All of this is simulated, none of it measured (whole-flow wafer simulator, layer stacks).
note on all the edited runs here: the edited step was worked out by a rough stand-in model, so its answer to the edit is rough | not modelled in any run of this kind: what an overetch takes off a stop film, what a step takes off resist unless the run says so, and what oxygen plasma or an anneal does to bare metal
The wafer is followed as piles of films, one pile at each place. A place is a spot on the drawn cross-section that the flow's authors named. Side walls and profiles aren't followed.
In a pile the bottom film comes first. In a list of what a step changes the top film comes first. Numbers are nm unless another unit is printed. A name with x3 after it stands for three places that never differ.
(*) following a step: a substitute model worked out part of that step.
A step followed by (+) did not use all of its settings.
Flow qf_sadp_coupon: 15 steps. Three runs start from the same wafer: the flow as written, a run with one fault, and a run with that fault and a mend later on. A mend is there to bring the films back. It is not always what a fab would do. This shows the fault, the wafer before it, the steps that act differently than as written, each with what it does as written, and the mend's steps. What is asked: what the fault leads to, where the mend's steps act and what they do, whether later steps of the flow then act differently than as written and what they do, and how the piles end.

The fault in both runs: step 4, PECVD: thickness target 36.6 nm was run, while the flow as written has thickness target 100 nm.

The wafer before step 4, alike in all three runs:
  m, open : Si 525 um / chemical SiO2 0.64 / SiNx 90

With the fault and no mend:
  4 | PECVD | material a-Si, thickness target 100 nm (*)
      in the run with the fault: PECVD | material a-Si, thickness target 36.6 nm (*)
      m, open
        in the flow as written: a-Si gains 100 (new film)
        in the run with the fault: a-Si gains 36.6 (new film)
  Later steps of the flow acting differently than as written:
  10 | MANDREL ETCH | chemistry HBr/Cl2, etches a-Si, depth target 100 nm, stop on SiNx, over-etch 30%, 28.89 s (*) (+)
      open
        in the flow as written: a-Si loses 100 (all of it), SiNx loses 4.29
        in the run with the fault: a-Si loses 36.6 (all of it), SiNx loses 13.3
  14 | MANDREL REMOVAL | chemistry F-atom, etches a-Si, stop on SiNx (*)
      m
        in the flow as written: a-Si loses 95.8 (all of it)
        in the run with the fault: a-Si loses 32.4 (all of it)
  The piles end different from the flow's at open by more than 2% or 0.5 nm, whichever is larger.
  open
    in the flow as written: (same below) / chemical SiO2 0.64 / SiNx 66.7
    in the run with the fault: (same below) / chemical SiO2 0.64 / SiNx 57.6

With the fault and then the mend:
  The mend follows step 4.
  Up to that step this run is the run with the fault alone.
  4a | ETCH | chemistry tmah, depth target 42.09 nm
      m, open
        a-Si loses 36.6 (all of it)
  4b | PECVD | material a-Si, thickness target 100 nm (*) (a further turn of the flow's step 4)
      m, open
        a-Si gains 100 (new film)
  Every later step of the flow that is run acts as written at every place that is followed.
  The piles end the same as the flow's at every place that both follow.
